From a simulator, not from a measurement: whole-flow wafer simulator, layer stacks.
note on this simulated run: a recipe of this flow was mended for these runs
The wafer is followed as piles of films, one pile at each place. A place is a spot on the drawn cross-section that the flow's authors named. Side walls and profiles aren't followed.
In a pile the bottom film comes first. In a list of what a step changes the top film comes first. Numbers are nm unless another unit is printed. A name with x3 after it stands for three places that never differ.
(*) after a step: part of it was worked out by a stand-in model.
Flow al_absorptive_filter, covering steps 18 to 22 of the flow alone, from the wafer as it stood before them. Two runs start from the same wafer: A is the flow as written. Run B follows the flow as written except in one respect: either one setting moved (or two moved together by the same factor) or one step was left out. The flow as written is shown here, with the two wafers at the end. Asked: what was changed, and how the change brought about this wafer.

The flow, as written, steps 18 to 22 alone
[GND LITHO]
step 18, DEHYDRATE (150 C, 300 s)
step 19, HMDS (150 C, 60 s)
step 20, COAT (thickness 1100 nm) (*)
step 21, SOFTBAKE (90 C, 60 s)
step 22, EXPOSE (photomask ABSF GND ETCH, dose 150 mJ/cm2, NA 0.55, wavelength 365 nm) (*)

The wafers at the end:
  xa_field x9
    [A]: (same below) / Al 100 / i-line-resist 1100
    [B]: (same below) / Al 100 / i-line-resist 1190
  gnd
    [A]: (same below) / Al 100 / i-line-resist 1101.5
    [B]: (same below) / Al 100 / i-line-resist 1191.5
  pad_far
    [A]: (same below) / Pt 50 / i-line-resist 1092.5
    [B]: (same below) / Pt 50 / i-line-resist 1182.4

The reason: step 20, COAT: thickness 1190 nm was run, whereas the flow has thickness 1100 nm.
The wafer itself shows it: xa_field x9 has i-line-resist 1190, and step 20 as written asks for 1100 nm.

Step by step, how the change led to this:
  step 20, COAT (thickness 1100 nm) (*)
      xa_field x9: A i-line-resist gains 1100 (new film) | B i-line-resist gains 1190 (new film)
      gnd: A i-line-resist gains 1101.5 (new film) | B i-line-resist gains 1191.5 (new film)
      (as well as at 4 more places)
